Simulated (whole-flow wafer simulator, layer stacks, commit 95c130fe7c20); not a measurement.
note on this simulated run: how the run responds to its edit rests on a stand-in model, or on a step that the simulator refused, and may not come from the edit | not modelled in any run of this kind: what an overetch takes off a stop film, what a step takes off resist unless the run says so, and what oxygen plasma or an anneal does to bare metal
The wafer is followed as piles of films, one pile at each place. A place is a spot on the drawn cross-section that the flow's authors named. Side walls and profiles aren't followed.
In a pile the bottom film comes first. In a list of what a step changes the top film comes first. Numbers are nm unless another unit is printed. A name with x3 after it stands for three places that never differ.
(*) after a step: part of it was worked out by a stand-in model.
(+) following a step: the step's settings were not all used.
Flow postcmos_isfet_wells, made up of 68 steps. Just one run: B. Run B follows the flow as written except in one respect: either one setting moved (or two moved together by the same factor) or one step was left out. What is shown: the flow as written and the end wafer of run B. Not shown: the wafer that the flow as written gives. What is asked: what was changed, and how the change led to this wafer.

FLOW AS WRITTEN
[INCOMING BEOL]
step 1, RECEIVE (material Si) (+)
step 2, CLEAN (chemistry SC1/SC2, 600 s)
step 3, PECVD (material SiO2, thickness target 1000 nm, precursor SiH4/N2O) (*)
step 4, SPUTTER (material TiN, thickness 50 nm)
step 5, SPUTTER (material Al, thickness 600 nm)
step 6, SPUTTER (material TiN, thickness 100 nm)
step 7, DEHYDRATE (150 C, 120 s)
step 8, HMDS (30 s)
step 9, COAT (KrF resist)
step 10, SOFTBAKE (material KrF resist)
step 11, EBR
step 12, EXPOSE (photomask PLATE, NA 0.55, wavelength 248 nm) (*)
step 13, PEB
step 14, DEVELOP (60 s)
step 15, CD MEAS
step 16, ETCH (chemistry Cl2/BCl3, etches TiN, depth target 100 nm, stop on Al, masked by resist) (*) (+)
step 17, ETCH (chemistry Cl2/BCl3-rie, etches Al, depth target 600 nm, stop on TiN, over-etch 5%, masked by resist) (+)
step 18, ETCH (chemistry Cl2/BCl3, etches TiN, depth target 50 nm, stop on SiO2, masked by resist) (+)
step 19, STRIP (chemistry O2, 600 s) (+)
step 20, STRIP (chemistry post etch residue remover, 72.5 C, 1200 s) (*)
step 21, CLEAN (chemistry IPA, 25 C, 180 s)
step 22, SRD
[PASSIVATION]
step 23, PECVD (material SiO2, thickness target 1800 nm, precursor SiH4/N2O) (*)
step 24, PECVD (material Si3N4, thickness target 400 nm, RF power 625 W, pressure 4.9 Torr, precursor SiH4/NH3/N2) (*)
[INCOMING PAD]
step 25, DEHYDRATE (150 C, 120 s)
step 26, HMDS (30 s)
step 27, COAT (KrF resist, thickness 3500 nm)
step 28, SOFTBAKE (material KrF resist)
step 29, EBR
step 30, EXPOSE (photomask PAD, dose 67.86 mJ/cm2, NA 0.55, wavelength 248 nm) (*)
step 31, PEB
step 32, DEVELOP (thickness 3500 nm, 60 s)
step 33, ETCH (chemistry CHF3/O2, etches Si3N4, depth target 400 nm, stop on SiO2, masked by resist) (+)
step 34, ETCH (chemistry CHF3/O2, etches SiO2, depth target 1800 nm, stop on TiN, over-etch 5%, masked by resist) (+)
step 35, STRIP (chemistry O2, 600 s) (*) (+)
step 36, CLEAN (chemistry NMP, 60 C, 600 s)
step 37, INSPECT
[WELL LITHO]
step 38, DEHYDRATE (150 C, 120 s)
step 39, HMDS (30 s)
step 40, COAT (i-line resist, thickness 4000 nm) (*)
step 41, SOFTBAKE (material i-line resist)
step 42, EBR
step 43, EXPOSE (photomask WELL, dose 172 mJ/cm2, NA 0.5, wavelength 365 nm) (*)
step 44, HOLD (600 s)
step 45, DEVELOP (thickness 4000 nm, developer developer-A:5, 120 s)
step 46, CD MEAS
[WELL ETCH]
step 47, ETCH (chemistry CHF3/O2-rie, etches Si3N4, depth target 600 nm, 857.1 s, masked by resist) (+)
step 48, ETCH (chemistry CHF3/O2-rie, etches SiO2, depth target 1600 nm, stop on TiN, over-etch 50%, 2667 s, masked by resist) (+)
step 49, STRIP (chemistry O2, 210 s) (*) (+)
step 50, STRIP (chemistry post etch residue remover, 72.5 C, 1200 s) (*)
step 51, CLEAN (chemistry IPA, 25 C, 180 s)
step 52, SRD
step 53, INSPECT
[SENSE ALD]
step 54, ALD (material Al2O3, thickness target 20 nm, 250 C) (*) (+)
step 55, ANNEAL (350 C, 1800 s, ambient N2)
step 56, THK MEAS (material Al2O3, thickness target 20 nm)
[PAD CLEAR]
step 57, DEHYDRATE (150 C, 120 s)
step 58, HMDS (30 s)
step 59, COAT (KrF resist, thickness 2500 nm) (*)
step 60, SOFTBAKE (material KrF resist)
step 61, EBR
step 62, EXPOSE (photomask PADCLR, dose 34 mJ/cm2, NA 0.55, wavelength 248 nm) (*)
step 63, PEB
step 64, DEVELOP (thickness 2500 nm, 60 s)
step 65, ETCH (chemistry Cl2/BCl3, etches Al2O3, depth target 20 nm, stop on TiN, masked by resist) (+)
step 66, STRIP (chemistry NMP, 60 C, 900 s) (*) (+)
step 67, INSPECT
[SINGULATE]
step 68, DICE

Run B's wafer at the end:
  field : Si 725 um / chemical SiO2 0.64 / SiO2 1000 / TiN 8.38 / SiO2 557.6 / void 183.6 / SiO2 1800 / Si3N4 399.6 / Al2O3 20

Cause: step 18, ETCH: depth target 41.2 nm was run, whereas the flow has depth target 50 nm.

Step by step, how the change led to this:
  step 18, ETCH (chemistry Cl2/BCl3, etches TiN, depth target 50 nm, stop on SiO2, masked by resist) (+)
      field: -41.2 TiN (it would be, as written: -50 TiN (all of it))
      margin, well900, well1300 x3, pad_rim, pad_clr, pad_open: -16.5 KrF resist (it would be, as written: -20 KrF resist)
  step 23, PECVD (material SiO2, thickness target 1800 nm, precursor SiH4/N2O) (*)
      field: +1800 SiO2 (new film), +183.6 void (new film), +557.6 SiO2 (new film) (it would be, as written: +1800 SiO2 (new film), +189.9 void (new film), +559.7 SiO2)
If metal films that touch count as one body, field has 1 body; the flow as written gives 0 bodies.
